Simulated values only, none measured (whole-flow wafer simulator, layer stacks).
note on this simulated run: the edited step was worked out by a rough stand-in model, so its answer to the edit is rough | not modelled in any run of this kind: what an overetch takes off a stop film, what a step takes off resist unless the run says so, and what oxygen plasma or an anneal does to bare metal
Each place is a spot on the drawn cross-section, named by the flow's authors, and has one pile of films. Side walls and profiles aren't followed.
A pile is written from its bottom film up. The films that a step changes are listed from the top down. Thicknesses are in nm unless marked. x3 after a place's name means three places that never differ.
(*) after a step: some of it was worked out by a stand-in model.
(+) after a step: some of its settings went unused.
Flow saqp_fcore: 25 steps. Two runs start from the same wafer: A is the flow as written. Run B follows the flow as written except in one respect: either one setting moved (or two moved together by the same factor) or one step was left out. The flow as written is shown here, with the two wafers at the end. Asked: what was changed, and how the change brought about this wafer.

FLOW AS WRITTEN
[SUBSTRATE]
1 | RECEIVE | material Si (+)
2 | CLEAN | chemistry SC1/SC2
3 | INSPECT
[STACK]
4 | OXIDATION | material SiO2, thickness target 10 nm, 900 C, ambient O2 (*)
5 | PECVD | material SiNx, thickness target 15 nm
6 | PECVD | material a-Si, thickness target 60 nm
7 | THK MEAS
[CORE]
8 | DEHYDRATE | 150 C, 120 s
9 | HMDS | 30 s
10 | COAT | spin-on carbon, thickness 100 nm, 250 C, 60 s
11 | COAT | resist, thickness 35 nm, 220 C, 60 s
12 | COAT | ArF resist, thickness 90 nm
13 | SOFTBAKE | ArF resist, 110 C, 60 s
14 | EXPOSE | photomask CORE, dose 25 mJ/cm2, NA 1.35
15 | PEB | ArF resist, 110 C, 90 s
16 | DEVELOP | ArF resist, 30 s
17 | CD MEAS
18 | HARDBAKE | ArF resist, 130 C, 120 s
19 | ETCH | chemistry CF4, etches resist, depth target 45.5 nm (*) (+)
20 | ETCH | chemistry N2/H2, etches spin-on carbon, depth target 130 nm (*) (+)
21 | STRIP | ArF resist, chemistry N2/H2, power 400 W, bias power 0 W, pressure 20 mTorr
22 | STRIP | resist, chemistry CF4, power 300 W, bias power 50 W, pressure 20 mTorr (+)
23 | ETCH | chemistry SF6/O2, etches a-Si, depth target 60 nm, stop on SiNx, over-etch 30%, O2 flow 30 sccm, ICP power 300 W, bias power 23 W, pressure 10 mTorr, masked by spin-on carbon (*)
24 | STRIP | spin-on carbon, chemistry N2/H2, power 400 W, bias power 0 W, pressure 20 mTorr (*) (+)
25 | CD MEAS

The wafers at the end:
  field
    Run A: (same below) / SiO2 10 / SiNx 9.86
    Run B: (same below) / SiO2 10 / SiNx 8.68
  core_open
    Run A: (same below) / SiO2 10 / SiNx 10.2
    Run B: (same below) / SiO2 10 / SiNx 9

Cause: step 23, ETCH: over-etch 45.7% was run, while the flow as written has over-etch 30%.

Step by step, how the change led to this:
  23 | ETCH | chemistry SF6/O2, etches a-Si, depth target 60 nm, stop on SiNx, over-etch 30%, O2 flow 30 sccm, ICP power 300 W, bias power 23 W, pressure 10 mTorr, masked by spin-on carbon (*)
      field: A a-Si loses 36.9 (all of it), SiNx loses 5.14 | B a-Si loses 36.9 (all of it), SiNx loses 6.32
      core_open: A a-Si loses 39.4 (all of it), SiNx loses 4.82 | B a-Si loses 39.4 (all of it), SiNx loses 6
      (also at 1 further place)
